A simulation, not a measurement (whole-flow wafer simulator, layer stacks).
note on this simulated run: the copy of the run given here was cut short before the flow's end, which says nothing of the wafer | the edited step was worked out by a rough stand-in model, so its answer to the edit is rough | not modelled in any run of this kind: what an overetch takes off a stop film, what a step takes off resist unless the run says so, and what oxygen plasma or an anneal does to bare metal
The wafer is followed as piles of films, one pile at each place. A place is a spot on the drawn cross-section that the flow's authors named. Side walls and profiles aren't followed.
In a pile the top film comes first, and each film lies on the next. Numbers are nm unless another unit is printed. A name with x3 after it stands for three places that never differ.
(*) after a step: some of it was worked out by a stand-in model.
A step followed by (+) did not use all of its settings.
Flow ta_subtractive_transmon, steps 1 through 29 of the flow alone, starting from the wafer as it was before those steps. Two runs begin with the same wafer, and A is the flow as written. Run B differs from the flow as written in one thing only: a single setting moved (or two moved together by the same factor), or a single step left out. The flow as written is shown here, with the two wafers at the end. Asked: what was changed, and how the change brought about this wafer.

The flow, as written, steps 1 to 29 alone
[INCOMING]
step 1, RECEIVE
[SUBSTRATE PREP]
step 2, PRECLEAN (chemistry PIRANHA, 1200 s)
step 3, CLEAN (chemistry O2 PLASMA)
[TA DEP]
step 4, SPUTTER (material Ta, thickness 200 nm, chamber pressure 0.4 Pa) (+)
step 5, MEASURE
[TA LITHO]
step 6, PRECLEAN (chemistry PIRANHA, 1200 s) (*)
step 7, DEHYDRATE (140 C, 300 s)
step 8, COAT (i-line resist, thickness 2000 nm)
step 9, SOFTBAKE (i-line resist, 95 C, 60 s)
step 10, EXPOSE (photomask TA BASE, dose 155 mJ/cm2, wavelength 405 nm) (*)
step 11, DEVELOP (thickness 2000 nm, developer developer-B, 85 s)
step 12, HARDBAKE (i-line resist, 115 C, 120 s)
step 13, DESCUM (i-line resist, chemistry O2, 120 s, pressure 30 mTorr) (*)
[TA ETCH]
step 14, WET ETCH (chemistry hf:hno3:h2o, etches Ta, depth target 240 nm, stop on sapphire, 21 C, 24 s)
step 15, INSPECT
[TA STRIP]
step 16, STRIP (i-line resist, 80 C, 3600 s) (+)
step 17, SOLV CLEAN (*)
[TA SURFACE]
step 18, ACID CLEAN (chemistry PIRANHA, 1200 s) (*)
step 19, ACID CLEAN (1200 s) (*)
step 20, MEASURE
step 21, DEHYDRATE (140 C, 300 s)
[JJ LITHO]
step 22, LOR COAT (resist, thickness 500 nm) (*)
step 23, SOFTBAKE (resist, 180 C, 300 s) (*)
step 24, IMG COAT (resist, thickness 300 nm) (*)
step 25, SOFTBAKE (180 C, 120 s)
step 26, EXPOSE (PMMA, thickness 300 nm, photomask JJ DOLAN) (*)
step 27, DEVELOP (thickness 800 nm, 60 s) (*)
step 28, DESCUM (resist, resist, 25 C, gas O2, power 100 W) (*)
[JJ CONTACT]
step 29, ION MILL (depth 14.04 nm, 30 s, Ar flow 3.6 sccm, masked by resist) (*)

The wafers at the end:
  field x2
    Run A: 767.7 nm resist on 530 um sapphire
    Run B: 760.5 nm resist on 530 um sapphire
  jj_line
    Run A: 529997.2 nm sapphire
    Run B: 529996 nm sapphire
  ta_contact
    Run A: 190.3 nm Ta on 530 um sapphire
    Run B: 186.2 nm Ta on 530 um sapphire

What caused this: step 29, ION MILL: 42.8 s was run, whereas the flow has 30 s.

How this came from the change, step by step:
  step 29, ION MILL (depth 14.04 nm, 30 s, Ar flow 3.6 sccm, masked by resist) (*)
      field x2, ta_pad: A resist loses 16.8 | B resist loses 23.9
      jj_line, lead: A sapphire loses 2.8 | B sapphire loses 3.99
      (also at 1 further place)
